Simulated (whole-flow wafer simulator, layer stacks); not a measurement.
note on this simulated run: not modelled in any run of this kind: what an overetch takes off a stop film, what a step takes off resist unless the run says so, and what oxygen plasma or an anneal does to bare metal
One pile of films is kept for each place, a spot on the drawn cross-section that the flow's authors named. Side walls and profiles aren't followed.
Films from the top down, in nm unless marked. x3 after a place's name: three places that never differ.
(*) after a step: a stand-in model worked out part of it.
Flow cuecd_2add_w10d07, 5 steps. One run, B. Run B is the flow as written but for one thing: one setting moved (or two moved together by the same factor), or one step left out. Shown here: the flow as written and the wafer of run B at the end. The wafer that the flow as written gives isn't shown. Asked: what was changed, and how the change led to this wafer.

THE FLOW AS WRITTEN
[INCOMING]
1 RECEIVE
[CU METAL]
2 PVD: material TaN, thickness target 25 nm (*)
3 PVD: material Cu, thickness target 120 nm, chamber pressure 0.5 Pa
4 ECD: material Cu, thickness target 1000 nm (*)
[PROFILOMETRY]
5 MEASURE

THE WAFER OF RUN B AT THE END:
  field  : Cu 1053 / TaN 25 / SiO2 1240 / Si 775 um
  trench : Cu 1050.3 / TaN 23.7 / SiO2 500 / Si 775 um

The cause: step 3, PVD: thickness target 53 nm was run, where the flow has thickness target 120 nm.

How the change led to this, step by step:
  3 PVD: material Cu, thickness target 120 nm, chamber pressure 0.5 Pa
      field: Cu +53 (new film) (as written it would be: Cu +120 (new film))
      trench: Cu +50.3 (new film) (as written it would be: Cu +114 (new film))
